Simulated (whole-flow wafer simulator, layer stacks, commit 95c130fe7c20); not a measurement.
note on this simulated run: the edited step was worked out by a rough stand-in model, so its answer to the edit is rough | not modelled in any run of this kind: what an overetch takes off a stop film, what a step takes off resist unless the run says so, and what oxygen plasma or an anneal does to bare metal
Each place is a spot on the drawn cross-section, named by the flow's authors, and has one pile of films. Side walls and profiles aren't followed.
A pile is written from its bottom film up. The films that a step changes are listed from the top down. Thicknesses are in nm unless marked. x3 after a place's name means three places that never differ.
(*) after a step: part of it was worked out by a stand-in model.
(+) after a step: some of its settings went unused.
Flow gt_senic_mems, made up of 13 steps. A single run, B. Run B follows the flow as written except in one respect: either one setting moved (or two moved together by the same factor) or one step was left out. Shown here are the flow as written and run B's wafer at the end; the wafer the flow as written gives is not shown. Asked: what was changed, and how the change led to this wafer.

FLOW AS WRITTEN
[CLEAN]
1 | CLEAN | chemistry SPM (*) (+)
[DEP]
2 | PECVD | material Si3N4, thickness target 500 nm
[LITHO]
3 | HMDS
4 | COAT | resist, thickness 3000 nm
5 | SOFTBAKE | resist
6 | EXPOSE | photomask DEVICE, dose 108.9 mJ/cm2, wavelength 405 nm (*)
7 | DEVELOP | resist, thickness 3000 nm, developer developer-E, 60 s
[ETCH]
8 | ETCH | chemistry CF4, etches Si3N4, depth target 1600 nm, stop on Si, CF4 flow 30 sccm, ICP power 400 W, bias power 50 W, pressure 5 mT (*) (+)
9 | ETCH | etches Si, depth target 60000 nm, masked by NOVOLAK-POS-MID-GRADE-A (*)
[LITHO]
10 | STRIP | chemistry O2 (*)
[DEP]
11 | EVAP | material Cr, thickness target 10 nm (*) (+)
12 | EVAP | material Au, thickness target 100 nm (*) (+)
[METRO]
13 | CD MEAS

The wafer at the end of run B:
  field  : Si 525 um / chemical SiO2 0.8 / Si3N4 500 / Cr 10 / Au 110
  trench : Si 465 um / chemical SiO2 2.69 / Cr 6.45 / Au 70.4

The reason: step 12, EVAP: thickness target 110 nm was run, whereas the flow has thickness target 100 nm.
The wafer lets one read it off: field has Au 110, and step 12 as written asks for 100 nm.

How this came from the change, step by step:
  12 | EVAP | material Au, thickness target 100 nm (*) (+)
      field: Au gains 110 (new film) (it would be, as written: Au gains 100 (new film))
      trench: Au gains 70.4 (new film) (it would be, as written: Au gains 64.1 (new film))
